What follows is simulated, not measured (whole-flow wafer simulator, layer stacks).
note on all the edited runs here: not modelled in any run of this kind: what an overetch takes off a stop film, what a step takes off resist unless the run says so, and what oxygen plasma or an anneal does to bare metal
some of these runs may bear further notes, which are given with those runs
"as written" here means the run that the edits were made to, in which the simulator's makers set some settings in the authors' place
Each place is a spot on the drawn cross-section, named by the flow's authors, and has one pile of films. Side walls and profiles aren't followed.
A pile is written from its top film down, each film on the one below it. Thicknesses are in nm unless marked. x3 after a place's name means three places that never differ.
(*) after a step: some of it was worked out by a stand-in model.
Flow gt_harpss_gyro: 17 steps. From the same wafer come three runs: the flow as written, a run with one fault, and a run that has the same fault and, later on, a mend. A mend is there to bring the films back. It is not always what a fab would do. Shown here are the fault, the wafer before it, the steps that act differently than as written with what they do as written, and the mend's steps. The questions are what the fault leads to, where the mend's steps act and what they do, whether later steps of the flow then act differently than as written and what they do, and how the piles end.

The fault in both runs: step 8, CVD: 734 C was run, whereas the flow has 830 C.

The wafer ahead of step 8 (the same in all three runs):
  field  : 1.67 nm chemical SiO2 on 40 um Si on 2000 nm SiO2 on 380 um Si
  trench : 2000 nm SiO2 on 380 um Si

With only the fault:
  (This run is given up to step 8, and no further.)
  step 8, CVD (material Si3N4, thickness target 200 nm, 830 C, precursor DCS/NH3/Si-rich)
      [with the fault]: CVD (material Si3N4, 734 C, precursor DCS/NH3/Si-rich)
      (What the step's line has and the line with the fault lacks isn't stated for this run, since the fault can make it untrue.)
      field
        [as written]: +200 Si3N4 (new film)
        [with the fault]: +54.1 Si3N4 (new film)
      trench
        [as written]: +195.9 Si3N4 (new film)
        [with the fault]: +54.1 Si3N4 (new film)
  Once step 8 is done, the piles at field, trench depart from the flow's by more than 2% or 0.5 nm, whichever is larger.
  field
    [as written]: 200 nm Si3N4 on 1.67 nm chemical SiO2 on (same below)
    [with the fault]: 54.1 nm Si3N4 on 1.67 nm chemical SiO2 on (same below)
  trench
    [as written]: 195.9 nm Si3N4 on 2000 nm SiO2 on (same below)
    [with the fault]: 54.1 nm Si3N4 on 2000 nm SiO2 on (same below)

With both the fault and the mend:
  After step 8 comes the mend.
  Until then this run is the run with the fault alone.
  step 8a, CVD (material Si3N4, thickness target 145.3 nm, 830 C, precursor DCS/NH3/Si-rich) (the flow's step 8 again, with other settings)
      field
        +145.3 Si3N4
      trench
        +142.1 Si3N4
  Steps later in the flow that act otherwise than as written:
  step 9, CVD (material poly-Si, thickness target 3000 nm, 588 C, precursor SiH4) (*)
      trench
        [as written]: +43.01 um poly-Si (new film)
        [with the mend]: +43 um poly-Si (new film)
  The piles end only slightly different from the flow's at the places that both follow, by no more than 2% or 0.5 nm, whichever is larger.
